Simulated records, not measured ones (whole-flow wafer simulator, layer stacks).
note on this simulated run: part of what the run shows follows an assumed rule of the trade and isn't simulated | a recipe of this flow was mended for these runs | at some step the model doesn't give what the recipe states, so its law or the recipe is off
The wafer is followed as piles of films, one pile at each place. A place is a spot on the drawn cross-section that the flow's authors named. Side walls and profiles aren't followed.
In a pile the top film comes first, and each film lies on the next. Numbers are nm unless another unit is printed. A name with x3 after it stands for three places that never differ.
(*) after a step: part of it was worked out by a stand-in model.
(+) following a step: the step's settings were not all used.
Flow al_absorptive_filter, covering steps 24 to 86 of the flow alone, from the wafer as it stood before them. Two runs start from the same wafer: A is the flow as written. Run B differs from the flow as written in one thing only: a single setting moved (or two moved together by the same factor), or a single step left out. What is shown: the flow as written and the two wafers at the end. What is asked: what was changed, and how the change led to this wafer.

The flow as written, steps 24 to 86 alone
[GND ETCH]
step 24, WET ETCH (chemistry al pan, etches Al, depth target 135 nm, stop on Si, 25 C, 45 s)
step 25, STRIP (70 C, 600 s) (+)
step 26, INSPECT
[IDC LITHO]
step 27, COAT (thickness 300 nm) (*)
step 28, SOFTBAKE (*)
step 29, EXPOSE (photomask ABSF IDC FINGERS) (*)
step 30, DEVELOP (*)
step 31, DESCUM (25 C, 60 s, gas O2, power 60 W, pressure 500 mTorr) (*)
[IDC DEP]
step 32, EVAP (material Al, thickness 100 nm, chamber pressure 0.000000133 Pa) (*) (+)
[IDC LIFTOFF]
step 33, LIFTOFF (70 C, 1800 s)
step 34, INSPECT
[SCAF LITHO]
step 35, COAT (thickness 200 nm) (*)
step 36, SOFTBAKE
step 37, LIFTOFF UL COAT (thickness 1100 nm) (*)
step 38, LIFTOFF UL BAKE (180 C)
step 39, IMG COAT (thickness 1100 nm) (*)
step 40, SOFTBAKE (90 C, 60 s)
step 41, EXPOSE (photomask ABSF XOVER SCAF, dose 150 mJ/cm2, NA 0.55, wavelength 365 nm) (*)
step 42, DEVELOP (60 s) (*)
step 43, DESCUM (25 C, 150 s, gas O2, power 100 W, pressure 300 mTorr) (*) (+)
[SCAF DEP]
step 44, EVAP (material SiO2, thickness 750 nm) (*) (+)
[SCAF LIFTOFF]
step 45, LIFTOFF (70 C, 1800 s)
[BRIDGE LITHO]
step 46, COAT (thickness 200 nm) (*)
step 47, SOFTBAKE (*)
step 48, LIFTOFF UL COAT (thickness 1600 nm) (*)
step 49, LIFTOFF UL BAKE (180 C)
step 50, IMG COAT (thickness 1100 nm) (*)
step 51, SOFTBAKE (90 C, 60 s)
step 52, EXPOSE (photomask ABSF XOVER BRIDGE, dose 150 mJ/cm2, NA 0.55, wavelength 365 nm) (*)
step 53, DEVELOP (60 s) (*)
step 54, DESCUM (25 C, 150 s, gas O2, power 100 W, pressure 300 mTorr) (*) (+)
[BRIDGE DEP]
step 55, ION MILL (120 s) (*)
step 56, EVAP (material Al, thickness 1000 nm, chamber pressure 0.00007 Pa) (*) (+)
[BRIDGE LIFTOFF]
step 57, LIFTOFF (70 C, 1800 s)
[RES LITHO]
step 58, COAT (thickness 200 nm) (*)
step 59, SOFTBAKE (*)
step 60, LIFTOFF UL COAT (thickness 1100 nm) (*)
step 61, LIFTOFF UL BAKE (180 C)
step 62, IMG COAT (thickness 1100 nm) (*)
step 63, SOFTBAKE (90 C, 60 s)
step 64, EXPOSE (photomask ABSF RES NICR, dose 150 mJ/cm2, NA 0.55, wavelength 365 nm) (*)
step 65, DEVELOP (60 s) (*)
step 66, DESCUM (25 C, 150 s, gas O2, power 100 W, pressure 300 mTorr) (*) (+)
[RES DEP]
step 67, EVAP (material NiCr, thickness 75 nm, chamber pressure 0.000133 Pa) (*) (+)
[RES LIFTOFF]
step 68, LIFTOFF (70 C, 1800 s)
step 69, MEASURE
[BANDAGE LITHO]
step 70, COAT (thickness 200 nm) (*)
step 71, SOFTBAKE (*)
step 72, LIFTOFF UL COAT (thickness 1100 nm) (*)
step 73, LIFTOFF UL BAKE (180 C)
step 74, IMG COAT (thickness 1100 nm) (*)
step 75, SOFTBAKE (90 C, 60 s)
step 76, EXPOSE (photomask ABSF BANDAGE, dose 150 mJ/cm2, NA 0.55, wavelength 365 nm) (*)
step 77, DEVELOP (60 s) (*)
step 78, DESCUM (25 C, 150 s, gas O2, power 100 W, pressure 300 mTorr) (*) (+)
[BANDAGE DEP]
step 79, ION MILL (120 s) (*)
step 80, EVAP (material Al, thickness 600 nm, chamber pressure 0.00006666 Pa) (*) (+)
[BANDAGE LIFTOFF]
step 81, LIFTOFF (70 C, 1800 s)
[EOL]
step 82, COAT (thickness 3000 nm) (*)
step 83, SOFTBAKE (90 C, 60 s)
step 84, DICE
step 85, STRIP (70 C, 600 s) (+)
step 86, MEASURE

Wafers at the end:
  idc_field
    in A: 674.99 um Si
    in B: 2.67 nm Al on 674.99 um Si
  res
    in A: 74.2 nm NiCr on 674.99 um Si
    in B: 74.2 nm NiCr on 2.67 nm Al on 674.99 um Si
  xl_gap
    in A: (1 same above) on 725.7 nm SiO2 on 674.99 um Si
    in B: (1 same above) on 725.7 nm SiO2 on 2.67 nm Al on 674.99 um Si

What caused this: step 24, WET ETCH: 28 s was run, whereas the flow has 45 s.

How this came from the change, step by step:
  step 24, WET ETCH (chemistry al pan, etches Al, depth target 135 nm, stop on Si, 25 C, 45 s)
      res, xl_gap, idc_field, idc_line, idc_space: A -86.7 Al (all of it) | B -84 Al
  step 31, DESCUM (25 C, 60 s, gas O2, power 60 W, pressure 500 mTorr) (*)
      idc_line: A +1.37 chemical SiO2 (new film), -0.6 Si | B nothing
  step 32, EVAP (material Al, thickness 100 nm, chamber pressure 0.000000133 Pa) (*) (+)
      idc_line: A +100 Al (new film) | B +100 Al
With metal films that touch counted as one body, idc_field has 1 body; the flow as written gives 0 bodies.
With metal films that touch counted as one body, res has 1 body; the flow as written gives 0 bodies.
With metal films that touch counted as one body, xl_gap has 2 bodies (between them, from the top down: SiO2 725.7); the flow as written gives 1 body.
